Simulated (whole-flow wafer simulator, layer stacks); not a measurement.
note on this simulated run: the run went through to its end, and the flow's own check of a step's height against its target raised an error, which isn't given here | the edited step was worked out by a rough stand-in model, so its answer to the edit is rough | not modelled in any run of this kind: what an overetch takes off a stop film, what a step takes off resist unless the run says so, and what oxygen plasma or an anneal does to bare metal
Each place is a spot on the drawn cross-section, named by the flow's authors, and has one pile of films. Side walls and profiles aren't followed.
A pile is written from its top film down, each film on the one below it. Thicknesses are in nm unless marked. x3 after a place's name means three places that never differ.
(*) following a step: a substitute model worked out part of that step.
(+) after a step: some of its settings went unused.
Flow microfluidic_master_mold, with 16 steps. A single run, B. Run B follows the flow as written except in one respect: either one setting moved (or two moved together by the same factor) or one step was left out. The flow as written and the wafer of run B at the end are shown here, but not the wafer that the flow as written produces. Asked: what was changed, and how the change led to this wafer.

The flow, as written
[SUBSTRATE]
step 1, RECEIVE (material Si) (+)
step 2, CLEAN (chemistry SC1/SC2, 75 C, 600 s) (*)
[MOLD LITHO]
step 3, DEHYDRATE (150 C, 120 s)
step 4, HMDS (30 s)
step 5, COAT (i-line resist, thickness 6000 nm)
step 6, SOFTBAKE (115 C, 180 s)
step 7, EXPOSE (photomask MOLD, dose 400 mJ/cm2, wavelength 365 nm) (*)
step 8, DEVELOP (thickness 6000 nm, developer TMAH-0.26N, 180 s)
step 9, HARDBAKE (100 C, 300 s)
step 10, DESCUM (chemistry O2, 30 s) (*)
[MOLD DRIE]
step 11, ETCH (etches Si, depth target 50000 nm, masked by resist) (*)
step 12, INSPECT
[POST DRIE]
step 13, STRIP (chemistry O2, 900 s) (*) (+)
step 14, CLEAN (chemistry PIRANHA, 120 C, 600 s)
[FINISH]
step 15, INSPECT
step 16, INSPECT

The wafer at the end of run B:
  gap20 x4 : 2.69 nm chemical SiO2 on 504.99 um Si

What caused this: step 11, ETCH: depth target 20000 nm was run, whereas the flow has depth target 50000 nm.

The path from the change to this, step by step:
  step 11, ETCH (etches Si, depth target 50000 nm, masked by resist) (*)
      gap20 x4: -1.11 chemical SiO2 (all of it), -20 um Si (it would be, as written: -1.11 chemical SiO2 (all of it), -50 um Si)
      ridge: -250 i-line resist (it would be, as written: -625 i-line resist)
  step 13, STRIP (chemistry O2, 900 s) (*) (+)
      ridge: -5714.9 i-line resist (all of it), +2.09 chemical SiO2, -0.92 Si (it would be, as written: -5339.9 i-line resist (all of it), +2.09 chemical SiO2, -0.92 Si)
